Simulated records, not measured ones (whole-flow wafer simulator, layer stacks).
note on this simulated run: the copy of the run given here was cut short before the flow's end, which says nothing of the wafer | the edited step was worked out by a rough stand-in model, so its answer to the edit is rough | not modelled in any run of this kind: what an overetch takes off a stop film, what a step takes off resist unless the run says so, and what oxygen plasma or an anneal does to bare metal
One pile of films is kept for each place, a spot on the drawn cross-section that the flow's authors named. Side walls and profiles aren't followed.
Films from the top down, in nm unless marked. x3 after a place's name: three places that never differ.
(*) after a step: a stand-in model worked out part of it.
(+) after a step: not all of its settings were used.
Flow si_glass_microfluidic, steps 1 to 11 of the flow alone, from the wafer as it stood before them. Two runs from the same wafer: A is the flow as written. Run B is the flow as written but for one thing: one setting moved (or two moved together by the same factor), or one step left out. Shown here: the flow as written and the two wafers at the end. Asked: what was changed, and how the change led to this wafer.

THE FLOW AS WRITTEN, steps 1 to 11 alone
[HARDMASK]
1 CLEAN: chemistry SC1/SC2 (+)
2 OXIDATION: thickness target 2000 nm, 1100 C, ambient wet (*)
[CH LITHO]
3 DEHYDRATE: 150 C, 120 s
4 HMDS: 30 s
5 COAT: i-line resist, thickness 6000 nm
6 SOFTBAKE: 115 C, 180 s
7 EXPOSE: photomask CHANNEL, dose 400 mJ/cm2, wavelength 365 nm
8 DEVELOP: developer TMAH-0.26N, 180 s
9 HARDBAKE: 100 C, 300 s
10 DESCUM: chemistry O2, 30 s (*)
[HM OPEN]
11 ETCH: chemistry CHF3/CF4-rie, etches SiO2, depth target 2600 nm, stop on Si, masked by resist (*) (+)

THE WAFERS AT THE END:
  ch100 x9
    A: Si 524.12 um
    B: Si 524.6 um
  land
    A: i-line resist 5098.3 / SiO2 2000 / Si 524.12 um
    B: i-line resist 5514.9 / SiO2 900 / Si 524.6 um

The cause: step 2, OXIDATION: thickness target 900 nm was run, where the flow has thickness target 2000 nm.
It can be read off the wafer: land has SiO2 900, and step 2 as written asks for 2000 nm.

How the change led to this, step by step:
  2 OXIDATION: thickness target 2000 nm, 1100 C, ambient wet (*)
      land, ch100 x9: A SiO2 +2000 (new film), chemical SiO2 -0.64 (all of it), Si -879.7 | B SiO2 +900 (new film), chemical SiO2 -0.64 (all of it), Si -395.7
  11 ETCH: chemistry CHF3/CF4-rie, etches SiO2, depth target 2600 nm, stop on Si, masked by resist (*) (+)
      ch100 x9: A SiO2 -2000 (all of it) | B SiO2 -900 (all of it)
      land: A i-line resist -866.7 | B i-line resist -450
